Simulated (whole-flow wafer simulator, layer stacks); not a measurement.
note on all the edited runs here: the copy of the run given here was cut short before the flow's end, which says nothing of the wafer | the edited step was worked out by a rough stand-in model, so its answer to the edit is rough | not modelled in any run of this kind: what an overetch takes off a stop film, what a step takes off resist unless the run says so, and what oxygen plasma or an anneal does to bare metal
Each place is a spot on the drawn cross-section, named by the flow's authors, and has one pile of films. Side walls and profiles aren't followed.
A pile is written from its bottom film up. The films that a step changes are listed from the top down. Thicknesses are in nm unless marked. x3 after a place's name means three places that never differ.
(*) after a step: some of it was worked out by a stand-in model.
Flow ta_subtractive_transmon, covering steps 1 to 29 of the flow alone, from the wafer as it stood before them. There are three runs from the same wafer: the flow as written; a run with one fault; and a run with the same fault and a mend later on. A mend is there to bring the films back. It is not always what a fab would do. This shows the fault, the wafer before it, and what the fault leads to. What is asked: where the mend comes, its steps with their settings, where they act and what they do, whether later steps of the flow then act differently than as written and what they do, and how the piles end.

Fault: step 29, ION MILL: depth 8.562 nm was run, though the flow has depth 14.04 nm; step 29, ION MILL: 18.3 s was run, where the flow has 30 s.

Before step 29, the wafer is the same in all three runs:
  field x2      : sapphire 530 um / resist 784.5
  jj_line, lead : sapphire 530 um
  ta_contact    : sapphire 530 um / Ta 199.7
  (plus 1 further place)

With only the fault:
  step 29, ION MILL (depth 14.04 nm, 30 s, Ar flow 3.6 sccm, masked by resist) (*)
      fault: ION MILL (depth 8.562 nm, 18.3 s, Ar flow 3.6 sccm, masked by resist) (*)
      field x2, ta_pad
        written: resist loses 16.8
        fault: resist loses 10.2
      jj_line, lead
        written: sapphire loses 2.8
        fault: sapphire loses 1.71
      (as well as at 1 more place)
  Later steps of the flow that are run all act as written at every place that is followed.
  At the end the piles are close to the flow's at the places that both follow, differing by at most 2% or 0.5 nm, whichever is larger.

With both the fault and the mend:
  The mend stands after step 29.
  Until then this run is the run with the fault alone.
  step 29a, ION MILL (depth 5.474 nm, 11.7 s, Ar flow 3.6 sccm, masked by resist) (*) (the flow's step 29, run once more with other settings)
      field x2, ta_pad
        resist loses 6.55
      jj_line, lead
        sapphire loses 1.09
      ta_contact
        Ta loses 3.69
  Later steps of the flow that are run all act as written at every place that is followed.
  The piles end the same as the flow's at every place that both follow.
